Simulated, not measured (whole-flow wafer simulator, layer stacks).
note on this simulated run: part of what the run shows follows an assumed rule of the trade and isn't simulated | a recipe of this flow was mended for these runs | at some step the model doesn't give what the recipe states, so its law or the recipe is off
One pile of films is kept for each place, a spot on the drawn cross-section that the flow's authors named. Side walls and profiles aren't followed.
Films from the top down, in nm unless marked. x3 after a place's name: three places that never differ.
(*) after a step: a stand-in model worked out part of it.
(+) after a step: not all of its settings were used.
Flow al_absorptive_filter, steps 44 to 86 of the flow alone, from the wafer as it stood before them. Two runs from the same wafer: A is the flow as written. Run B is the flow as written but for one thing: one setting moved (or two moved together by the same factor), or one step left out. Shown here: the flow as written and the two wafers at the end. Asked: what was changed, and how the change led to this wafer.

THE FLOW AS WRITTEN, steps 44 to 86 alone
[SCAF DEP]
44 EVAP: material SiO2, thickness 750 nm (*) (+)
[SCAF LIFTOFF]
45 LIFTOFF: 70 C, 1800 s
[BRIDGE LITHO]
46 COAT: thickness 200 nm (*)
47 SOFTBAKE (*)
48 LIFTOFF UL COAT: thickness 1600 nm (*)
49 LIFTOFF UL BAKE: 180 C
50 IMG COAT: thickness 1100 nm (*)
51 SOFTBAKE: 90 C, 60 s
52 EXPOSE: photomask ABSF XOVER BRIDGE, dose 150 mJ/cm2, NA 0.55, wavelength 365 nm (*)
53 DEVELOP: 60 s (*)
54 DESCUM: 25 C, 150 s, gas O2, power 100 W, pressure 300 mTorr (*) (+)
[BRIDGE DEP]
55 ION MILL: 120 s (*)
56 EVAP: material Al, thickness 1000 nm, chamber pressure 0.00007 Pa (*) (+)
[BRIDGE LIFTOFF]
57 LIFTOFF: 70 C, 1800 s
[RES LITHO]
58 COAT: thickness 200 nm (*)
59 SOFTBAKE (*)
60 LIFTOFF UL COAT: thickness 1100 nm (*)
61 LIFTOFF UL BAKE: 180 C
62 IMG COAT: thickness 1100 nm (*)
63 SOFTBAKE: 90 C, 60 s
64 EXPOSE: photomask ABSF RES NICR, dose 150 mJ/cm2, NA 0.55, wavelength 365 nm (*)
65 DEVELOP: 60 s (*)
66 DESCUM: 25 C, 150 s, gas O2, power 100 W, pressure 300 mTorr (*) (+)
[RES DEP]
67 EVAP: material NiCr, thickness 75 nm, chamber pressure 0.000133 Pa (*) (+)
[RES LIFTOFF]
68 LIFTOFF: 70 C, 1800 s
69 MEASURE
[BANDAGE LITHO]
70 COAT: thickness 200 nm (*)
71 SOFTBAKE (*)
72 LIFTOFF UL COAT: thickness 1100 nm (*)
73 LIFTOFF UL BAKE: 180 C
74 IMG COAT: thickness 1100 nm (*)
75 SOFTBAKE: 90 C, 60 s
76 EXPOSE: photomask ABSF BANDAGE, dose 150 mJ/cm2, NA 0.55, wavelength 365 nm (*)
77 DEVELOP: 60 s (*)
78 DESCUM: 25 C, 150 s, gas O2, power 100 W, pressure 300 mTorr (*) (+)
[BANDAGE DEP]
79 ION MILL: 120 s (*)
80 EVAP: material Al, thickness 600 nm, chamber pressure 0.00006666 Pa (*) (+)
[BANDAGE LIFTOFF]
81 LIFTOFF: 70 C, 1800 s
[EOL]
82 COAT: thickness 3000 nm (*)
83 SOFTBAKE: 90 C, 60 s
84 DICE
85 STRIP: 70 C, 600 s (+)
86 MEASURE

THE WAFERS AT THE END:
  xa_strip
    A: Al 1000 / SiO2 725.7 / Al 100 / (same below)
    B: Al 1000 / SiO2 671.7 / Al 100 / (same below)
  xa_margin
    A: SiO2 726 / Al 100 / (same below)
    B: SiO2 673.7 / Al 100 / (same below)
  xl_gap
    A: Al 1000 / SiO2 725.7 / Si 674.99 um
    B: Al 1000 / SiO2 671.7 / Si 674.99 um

The cause: step 44, EVAP: thickness 696 nm was run, where the flow has thickness 750 nm.

How the change led to this, step by step:
  44 EVAP: material SiO2, thickness 750 nm (*) (+)
      gnd, pad_far, pad_near and 10 more: A SiO2 +750 (new film) | B SiO2 +696 (new film)
      xa_margin: A SiO2 +726 (new film) | B SiO2 +673.7 (new film)
  45 LIFTOFF: 70 C, 1800 s
      gnd, xa_field, xl_land, idc_field: A SiO2 -750 (all of it), i-line-resist -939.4 (all of it), lift-off-underlayer -1100 (all of it), acrylic-e-beam-resist -200 (all of it) | B SiO2 -696 (all of it), i-line-resist -939.4 (all of it), lift-off-underlayer -1100 (all of it), acrylic-e-beam-resist -200 (all of it)
      pad_far: A SiO2 -750 (all of it), i-line-resist -937 (all of it), lift-off-underlayer -1092.7 (all of it), acrylic-e-beam-resist -198.5 (all of it) | B SiO2 -696 (all of it), i-line-resist -937 (all of it), lift-off-underlayer -1092.7 (all of it), acrylic-e-beam-resist -198.5 (all of it)
      (and at 5 more places)
  46 COAT: thickness 200 nm (*)
      xa_strip: A acrylic-e-beam-resist +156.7 (new film) | B acrylic-e-beam-resist +161.1 (new film)
      xl_gap: A acrylic-e-beam-resist +97.9 (new film) | B acrylic-e-beam-resist +101.9 (new film)
      (and at 1 more place)
  48 LIFTOFF UL COAT: thickness 1600 nm (*)
      xa_margin: A lift-off-underlayer +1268 (new film) | B lift-off-underlayer +1294.8 (new film)
      xl_gap: A lift-off-underlayer +1316.9 (new film) | B lift-off-underlayer +1343.8 (new film)
  53 DEVELOP: 60 s (*)
      xl_gap: A i-line-resist -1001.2 (all of it), lift-off-underlayer -1316.9 (all of it) | B i-line-resist -1010.5 (all of it), lift-off-underlayer -1343.8 (all of it)
  54 DESCUM: 25 C, 150 s, gas O2, power 100 W, pressure 300 mTorr (*) (+)
      xa_strip: A acrylic-e-beam-resist -156.7 (all of it) | B acrylic-e-beam-resist -161.1 (all of it)
      xl_gap: A acrylic-e-beam-resist -97.9 (all of it) | B acrylic-e-beam-resist -101.9 (all of it)
      (and at 1 more place)
  57 LIFTOFF: 70 C, 1800 s
      xa_margin: A Al -1000 (all of it), i-line-resist -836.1 (all of it), lift-off-underlayer -1268 (all of it), acrylic-e-beam-resist -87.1 (all of it) | B Al -1000 (all of it), i-line-resist -846.1 (all of it), lift-off-underlayer -1294.8 (all of it), acrylic-e-beam-resist -88.8 (all of it)
  58 COAT: thickness 200 nm (*)
      xa_margin: A acrylic-e-beam-resist +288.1 (new film) | B acrylic-e-beam-resist +296.8 (new film)
      xa_strip: A acrylic-e-beam-resist +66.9 (new film) | B acrylic-e-beam-resist +69.4 (new film)
      (and at 2 more places)
  60 LIFTOFF UL COAT: thickness 1100 nm (*)
      xa_strip: A lift-off-underlayer +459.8 (new film) | B lift-off-underlayer +470.9 (new film)
      xl_gap: A lift-off-underlayer +831.4 (new film) | B lift-off-underlayer +855 (new film)
      (and at 1 more place)
  62 IMG COAT: thickness 1100 nm (*)
      xa_strip: A i-line-resist +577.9 (new film) | B i-line-resist +597.8 (new film)
  68 LIFTOFF: 70 C, 1800 s
      xa_margin: A NiCr -75 (all of it), i-line-resist -598.1 (all of it), lift-off-underlayer -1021 (all of it), acrylic-e-beam-resist -288.1 (all of it) | B NiCr -75 (all of it), i-line-resist -613 (all of it), lift-off-underlayer -1031.9 (all of it), acrylic-e-beam-resist -296.8 (all of it)
      xa_strip: A NiCr -75 (all of it), i-line-resist -433.3 (all of it), lift-off-underlayer -459.8 (all of it), acrylic-e-beam-resist -66.9 (all of it) | B NiCr -75 (all of it), i-line-resist -453.2 (all of it), lift-off-underlayer -470.9 (all of it), acrylic-e-beam-resist -69.4 (all of it)
      (and at 2 more places)
  70 COAT: thickness 200 nm (*)
      xa_margin: A acrylic-e-beam-resist +288.1 (new film) | B acrylic-e-beam-resist +296.8 (new film)
      xa_strip: A acrylic-e-beam-resist +66.9 (new film) | B acrylic-e-beam-resist +69.4 (new film)
      (and at 2 more places)
  72 LIFTOFF UL COAT: thickness 1100 nm (*)
      xa_strip: A lift-off-underlayer +459.8 (new film) | B lift-off-underlayer +470.9 (new film)
      xl_gap: A lift-off-underlayer +837.4 (new film) | B lift-off-underlayer +860.7 (new film)
      (and at 1 more place)
  74 IMG COAT: thickness 1100 nm (*)
      xa_strip: A i-line-resist +577.9 (new film) | B i-line-resist +597.8 (new film)
  81 LIFTOFF: 70 C, 1800 s
      xa_margin: A Al -600 (all of it), i-line-resist -604.4 (all of it), lift-off-underlayer -1021 (all of it), acrylic-e-beam-resist -288.1 (all of it) | B Al -600 (all of it), i-line-resist -619.4 (all of it), lift-off-underlayer -1031.9 (all of it), acrylic-e-beam-resist -296.8 (all of it)
      xa_strip: A Al -600 (all of it), i-line-resist -439.6 (all of it), lift-off-underlayer -459.8 (all of it), acrylic-e-beam-resist -66.9 (all of it) | B Al -600 (all of it), i-line-resist -459.5 (all of it), lift-off-underlayer -470.9 (all of it), acrylic-e-beam-resist -69.4 (all of it)
      (and at 2 more places)
  82 COAT: thickness 3000 nm (*)
      xa_strip: A i-line-resist +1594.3 (new film) | B i-line-resist +1633.8 (new film)
  ... 1 more step ...
  85 STRIP: 70 C, 600 s (+)
      xa_strip: A i-line-resist -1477 (all of it) | B i-line-resist -1520.8 (all of it)
